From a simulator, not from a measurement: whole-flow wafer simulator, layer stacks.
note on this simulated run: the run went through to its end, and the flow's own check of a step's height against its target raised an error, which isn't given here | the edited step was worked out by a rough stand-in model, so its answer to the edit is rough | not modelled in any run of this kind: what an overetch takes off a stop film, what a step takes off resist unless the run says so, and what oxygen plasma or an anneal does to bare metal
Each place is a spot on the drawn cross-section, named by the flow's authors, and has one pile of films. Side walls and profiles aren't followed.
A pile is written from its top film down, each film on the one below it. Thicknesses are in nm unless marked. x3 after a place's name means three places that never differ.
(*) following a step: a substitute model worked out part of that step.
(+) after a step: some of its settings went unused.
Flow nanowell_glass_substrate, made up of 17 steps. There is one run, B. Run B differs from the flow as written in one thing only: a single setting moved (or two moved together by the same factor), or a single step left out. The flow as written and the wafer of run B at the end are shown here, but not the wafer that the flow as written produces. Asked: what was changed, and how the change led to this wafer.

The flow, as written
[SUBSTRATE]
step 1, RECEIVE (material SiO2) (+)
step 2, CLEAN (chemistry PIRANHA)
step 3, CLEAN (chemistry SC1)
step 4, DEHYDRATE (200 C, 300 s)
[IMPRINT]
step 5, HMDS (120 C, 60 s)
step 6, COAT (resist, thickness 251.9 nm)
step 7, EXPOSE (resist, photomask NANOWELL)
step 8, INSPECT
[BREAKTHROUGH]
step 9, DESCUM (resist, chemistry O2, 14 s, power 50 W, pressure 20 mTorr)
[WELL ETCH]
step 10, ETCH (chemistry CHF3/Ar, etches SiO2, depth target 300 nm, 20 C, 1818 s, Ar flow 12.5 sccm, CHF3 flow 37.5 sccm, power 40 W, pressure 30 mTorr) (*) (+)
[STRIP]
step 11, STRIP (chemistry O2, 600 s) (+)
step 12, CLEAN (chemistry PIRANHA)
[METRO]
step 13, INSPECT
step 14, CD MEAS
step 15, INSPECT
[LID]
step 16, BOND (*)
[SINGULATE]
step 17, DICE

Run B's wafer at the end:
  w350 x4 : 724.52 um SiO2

What caused this: step 10, ETCH: depth target 480 nm was run, while the flow as written has depth target 300 nm; step 10, ETCH: 2909 s was run, where the flow has 1818 s.

Step by step, how the change led to this:
  step 10, ETCH (chemistry CHF3/Ar, etches SiO2, depth target 300 nm, 20 C, 1818 s, Ar flow 12.5 sccm, CHF3 flow 37.5 sccm, power 40 W, pressure 30 mTorr) (*) (+)
      w350 x4: -480 SiO2 (as written it would have been: -300 SiO2)
      land: -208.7 resist (as written it would have been: -130.4 resist)
  step 11, STRIP (chemistry O2, 600 s) (+)
      land: -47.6 resist (all of it) (as written it would have been: -125.9 resist (all of it))
